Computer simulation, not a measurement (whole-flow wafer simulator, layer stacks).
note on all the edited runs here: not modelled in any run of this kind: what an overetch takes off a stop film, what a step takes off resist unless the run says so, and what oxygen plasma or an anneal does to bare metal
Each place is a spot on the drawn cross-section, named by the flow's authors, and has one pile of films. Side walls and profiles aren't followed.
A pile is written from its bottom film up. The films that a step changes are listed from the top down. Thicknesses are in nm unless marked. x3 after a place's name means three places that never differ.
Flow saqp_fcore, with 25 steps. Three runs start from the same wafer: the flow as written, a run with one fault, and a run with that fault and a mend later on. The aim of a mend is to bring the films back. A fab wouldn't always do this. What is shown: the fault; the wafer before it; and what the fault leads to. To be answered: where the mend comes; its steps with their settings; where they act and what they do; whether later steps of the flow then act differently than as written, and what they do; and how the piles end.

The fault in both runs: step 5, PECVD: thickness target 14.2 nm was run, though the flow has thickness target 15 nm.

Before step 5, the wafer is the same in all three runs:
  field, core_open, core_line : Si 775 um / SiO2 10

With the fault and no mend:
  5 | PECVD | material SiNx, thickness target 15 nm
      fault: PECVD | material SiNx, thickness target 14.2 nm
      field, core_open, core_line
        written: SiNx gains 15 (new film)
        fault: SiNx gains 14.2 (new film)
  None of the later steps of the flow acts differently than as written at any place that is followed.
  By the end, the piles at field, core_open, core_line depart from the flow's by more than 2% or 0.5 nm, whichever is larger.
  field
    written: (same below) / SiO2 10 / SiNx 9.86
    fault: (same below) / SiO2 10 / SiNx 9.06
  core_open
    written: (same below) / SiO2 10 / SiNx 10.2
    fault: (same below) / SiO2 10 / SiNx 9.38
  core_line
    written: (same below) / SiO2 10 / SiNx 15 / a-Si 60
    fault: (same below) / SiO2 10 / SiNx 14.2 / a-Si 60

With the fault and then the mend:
  The mend stands after step 5.
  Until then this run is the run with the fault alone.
  5a | PECVD | material SiNx, thickness target 0.8 nm (a further turn of the flow's step 5, with different settings)
      field, core_open, core_line
        SiNx gains 0.8
  None of the later steps of the flow acts differently than as written at any place that is followed.
  The piles end the same as the flow's at every place that both follow.
